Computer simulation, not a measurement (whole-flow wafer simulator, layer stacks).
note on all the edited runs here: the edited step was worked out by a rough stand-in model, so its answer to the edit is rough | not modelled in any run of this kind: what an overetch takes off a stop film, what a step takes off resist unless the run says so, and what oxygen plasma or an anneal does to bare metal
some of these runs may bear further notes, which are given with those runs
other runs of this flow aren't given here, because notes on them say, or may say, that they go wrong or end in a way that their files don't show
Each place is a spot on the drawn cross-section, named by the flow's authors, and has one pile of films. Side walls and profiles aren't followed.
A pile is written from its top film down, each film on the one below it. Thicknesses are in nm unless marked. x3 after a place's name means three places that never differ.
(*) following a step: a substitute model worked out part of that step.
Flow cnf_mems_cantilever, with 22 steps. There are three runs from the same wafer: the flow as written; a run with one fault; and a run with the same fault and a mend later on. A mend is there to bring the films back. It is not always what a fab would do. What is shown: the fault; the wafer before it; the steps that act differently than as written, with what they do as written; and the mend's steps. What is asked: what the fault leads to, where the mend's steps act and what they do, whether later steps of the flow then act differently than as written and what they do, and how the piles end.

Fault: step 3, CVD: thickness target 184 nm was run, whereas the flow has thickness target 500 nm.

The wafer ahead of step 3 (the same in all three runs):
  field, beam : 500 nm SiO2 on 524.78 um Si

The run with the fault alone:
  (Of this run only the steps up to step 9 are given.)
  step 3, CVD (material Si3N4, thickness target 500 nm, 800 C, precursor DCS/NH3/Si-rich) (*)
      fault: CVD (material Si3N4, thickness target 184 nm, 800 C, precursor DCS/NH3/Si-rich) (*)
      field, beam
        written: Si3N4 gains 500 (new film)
        fault: Si3N4 gains 184 (new film)
  Later steps of the flow up to step 9 that are run all act as written at every place that is followed.
  After step 9, at field, beam, the piles differ from the flow's by more than 2% or 0.5 nm, whichever is larger.
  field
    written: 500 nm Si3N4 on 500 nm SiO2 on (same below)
    fault: 184 nm Si3N4 on 500 nm SiO2 on (same below)
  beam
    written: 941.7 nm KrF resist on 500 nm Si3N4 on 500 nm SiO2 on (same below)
    fault: 941.7 nm KrF resist on 184 nm Si3N4 on 500 nm SiO2 on (same below)

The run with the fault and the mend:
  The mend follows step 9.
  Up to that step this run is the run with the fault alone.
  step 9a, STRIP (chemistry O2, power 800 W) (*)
      beam
        KrF resist loses 941.7 (all of it)
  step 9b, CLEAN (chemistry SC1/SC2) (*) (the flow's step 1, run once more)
      alters no film at any place that is followed
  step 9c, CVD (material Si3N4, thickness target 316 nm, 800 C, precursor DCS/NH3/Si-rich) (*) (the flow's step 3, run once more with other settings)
      field, beam
        Si3N4 gains 316
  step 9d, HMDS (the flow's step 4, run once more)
      alters no film at any place that is followed
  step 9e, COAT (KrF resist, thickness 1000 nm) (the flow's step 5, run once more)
      field, beam
        KrF resist gains 1000 (new film)
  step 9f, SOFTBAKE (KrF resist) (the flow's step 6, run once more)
      alters no film at any place that is followed
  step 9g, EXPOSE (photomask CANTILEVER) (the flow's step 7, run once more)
      alters no film at any place that is followed
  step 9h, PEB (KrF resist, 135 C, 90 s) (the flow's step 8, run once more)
      field, beam
        KrF resist loses 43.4
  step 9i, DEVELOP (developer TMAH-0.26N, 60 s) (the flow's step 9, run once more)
      field
        KrF resist loses 956.6 (all of it)
      beam
        KrF resist loses 14.9
  Later steps of the flow that are run all act as written at every place that is followed.
  The piles end the same as the flow's at every place that both follow.
